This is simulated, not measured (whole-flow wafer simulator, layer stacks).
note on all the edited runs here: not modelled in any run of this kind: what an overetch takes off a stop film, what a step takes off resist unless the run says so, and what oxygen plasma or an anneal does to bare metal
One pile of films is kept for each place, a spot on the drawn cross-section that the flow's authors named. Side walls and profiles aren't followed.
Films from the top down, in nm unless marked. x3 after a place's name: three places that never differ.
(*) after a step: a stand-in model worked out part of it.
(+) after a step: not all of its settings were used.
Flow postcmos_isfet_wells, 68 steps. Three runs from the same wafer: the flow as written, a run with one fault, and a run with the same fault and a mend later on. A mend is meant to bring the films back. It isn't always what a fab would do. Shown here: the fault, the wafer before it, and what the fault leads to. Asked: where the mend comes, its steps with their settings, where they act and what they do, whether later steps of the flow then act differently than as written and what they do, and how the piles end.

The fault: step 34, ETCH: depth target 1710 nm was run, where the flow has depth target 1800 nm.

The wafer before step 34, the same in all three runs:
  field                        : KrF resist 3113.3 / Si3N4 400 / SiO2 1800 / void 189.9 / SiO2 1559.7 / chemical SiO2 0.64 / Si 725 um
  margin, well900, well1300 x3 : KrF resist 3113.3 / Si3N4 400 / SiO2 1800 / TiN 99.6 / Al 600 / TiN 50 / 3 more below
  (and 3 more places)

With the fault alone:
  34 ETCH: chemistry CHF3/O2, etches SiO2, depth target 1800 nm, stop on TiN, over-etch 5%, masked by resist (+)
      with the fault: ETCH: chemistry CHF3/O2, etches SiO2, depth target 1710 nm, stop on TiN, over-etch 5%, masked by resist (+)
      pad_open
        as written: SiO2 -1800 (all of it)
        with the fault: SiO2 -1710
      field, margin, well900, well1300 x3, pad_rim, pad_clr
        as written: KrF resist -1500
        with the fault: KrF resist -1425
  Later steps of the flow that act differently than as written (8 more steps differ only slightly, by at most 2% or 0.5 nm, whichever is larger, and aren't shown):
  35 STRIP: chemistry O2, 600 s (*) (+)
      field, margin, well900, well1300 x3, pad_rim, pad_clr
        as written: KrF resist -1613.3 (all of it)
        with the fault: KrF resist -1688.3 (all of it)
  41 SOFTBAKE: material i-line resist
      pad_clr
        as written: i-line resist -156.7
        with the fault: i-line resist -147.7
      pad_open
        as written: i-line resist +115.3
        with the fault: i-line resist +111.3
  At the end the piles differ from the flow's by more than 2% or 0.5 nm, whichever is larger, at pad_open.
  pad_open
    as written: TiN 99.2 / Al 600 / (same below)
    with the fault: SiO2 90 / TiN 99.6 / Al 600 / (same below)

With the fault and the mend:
  The mend comes after step 34.
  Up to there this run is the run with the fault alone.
  34a ETCH: chemistry CHF3/O2, etches SiO2, depth target 90 nm, stop on TiN, over-etch 5%, masked by resist (the flow's step 34 once more, with other settings)
      field, margin, well900, well1300 x3, pad_rim, pad_clr
        KrF resist -75
      pad_open
        SiO2 -90 (all of it)
  No later step of the flow acts differently than as written at any place that is followed.
  At the end the piles are the same as the flow's at every place that both follow.
